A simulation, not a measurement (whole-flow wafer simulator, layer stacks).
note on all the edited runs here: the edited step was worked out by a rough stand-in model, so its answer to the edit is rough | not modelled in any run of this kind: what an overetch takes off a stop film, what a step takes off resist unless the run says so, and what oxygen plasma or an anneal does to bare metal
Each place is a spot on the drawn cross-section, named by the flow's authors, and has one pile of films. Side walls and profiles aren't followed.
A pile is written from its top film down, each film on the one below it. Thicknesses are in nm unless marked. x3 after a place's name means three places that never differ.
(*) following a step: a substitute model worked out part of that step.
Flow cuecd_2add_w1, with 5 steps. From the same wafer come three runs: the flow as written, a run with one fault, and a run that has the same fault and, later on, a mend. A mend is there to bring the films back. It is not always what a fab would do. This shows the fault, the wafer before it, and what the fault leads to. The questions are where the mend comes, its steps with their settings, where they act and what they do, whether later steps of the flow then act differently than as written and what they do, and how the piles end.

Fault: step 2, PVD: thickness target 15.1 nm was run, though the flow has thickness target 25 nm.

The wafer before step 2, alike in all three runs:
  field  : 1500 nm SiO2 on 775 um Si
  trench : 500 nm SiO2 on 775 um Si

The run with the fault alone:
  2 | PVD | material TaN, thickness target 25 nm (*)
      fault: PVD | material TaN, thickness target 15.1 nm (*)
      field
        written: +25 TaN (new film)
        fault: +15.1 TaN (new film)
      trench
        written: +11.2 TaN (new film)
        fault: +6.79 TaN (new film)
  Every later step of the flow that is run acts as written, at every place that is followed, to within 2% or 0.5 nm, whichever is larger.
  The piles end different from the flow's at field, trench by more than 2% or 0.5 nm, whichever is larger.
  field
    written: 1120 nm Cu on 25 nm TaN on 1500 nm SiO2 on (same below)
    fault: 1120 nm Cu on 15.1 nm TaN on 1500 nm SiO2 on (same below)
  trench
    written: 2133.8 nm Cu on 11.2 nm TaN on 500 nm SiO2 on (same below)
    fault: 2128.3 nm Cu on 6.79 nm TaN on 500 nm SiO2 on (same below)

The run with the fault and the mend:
  The mend stands after step 2.
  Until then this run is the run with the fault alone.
  2a | PVD | material TaN, thickness target 9.9 nm (*) (a further turn of the flow's step 2, with different settings)
      field
        +9.9 TaN
      trench
        +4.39 TaN
  Every later step of the flow that is run acts as written at every place that is followed.
  The piles end the same as the flow's at every place that both follow.
